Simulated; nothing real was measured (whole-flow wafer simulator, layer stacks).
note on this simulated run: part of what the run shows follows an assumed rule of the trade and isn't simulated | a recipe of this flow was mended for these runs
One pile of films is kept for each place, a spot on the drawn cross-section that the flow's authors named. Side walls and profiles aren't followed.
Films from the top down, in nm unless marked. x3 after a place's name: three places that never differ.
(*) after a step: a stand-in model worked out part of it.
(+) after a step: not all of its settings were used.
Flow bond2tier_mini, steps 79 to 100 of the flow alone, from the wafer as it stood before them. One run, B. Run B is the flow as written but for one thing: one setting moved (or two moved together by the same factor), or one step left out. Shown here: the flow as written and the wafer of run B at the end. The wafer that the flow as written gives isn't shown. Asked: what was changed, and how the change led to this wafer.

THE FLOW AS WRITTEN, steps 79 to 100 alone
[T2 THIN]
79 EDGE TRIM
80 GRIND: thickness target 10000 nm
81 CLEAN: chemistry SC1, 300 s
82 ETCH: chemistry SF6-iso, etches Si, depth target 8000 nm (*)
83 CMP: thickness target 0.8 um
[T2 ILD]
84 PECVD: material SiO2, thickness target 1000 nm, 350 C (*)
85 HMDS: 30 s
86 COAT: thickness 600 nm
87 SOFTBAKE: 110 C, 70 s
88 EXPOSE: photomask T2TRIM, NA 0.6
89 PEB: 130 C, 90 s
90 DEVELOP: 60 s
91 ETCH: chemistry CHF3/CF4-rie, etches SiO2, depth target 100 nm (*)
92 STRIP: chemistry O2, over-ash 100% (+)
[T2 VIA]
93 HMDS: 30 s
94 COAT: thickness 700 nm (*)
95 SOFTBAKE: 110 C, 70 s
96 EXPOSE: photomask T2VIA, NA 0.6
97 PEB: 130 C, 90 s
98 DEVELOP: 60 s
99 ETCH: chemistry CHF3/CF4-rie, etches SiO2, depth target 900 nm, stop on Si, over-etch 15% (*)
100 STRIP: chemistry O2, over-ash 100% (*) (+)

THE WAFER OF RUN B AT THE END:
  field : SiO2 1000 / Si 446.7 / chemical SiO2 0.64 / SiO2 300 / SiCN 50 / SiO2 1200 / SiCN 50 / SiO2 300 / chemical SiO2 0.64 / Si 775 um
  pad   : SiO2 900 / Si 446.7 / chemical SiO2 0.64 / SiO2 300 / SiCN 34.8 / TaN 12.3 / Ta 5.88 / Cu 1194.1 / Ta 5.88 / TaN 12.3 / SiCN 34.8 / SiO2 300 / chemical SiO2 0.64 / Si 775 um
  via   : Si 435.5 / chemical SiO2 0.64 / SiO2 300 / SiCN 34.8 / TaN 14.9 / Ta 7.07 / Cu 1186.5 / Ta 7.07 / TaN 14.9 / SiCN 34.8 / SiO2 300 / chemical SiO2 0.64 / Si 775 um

The cause: step 80, GRIND: thickness target 8447 nm was run, where the flow has thickness target 10000 nm.

How the change led to this, step by step:
  80 GRIND: thickness target 10000 nm
      field, pad, via: Si -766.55 um (as written it would be: Si -765 um)
  83 CMP: thickness target 0.8 um
      field, pad, via: nothing (as written it would be: Si -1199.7)
